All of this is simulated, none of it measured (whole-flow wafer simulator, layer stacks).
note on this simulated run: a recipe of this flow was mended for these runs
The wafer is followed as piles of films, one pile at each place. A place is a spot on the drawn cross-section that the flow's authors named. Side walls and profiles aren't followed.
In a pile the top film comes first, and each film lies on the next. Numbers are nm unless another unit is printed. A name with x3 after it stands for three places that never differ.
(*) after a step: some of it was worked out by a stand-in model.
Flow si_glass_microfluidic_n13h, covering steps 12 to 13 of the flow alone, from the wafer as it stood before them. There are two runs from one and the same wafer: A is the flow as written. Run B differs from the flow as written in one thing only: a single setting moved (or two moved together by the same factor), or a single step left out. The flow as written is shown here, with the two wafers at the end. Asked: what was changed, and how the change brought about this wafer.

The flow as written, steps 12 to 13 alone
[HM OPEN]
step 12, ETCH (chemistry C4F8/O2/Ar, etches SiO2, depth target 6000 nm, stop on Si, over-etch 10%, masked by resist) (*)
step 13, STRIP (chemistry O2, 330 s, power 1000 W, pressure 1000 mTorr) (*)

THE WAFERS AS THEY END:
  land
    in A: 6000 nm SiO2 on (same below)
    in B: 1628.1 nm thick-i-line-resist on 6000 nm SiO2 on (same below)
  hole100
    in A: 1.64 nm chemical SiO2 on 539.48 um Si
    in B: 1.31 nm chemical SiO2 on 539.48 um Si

Cause: step 13, STRIP: 136 s was run, whereas the flow has 330 s.

The path from the change to this, step by step:
  step 13, STRIP (chemistry O2, 330 s, power 1000 W, pressure 1000 mTorr) (*)
      land: A -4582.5 thick-i-line-resist (all of it) | B -2954.4 thick-i-line-resist
